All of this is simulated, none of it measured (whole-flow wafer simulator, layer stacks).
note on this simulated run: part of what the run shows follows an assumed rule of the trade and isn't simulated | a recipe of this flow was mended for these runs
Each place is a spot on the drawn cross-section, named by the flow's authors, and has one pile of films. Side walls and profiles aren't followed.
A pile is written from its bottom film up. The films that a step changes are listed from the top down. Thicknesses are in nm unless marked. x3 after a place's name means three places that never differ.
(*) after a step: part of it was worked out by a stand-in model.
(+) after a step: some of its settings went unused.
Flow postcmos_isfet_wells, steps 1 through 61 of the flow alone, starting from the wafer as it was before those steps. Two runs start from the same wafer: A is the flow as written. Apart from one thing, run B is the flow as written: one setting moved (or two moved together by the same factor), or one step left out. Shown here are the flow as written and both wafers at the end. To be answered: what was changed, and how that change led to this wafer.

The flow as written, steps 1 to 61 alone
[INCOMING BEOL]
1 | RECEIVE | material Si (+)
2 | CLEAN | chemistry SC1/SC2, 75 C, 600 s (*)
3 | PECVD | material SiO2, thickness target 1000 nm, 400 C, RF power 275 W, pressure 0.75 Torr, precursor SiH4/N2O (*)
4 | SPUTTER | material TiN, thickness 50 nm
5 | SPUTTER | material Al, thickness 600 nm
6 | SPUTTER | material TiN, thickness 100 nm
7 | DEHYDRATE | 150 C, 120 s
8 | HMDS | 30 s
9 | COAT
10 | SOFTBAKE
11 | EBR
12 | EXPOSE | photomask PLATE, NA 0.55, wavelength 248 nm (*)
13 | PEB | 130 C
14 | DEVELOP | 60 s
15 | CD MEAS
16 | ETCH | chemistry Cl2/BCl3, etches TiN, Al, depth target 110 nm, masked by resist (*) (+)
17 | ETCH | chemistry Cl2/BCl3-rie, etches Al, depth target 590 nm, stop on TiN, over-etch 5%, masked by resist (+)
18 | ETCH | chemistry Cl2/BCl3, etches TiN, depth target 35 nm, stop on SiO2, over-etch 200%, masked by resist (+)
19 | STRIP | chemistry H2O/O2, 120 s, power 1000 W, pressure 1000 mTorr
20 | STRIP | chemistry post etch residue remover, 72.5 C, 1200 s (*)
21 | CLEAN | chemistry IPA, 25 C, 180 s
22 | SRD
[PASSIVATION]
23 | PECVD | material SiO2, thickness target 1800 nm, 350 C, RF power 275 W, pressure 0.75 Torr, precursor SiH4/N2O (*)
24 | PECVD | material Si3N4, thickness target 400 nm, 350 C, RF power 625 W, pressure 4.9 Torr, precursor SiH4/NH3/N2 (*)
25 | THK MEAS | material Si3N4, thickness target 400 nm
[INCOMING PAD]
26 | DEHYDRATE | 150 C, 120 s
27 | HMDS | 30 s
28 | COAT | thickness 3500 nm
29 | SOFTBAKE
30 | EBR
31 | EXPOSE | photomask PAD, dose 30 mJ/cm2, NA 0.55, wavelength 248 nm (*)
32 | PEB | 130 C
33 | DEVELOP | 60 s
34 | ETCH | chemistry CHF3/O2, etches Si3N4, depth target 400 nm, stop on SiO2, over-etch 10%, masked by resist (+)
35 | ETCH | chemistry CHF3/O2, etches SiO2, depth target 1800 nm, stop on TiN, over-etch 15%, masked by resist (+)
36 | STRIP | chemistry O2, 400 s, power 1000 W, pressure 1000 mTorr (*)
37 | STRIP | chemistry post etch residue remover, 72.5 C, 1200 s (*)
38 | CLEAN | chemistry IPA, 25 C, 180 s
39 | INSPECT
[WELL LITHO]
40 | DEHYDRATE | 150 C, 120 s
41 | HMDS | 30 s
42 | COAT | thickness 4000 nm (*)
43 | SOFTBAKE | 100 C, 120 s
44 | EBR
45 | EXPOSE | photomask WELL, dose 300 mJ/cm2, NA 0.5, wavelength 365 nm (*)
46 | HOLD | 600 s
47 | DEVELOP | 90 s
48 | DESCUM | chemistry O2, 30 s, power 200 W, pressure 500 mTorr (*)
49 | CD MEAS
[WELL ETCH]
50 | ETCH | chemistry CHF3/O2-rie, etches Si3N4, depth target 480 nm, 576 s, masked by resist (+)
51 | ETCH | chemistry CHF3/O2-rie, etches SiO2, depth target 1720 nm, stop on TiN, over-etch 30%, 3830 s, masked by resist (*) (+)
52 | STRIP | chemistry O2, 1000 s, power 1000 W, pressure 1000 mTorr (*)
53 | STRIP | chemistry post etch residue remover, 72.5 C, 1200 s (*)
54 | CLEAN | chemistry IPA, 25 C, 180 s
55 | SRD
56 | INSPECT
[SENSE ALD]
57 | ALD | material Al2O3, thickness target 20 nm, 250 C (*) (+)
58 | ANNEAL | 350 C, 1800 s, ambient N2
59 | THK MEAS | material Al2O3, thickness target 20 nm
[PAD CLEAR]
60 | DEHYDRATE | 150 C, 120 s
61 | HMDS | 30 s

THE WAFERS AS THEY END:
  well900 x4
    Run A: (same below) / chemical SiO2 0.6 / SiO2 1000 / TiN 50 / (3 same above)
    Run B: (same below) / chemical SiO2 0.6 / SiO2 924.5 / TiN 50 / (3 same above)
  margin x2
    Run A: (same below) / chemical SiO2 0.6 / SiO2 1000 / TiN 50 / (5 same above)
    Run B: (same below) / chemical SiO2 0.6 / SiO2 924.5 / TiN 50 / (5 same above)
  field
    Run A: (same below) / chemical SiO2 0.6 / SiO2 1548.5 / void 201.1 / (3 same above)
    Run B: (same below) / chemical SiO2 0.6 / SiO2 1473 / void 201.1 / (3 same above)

The reason: step 3, PECVD: RF power 234 W was run, whereas the flow has RF power 275 W.

How this came from the change, step by step:
  3 | PECVD | material SiO2, thickness target 1000 nm, 400 C, RF power 275 W, pressure 0.75 Torr, precursor SiH4/N2O (*)
      field, margin x2, well900 x4, pad_clr, pad_open: A +1000 SiO2 (new film) | B +924.5 SiO2 (new film)
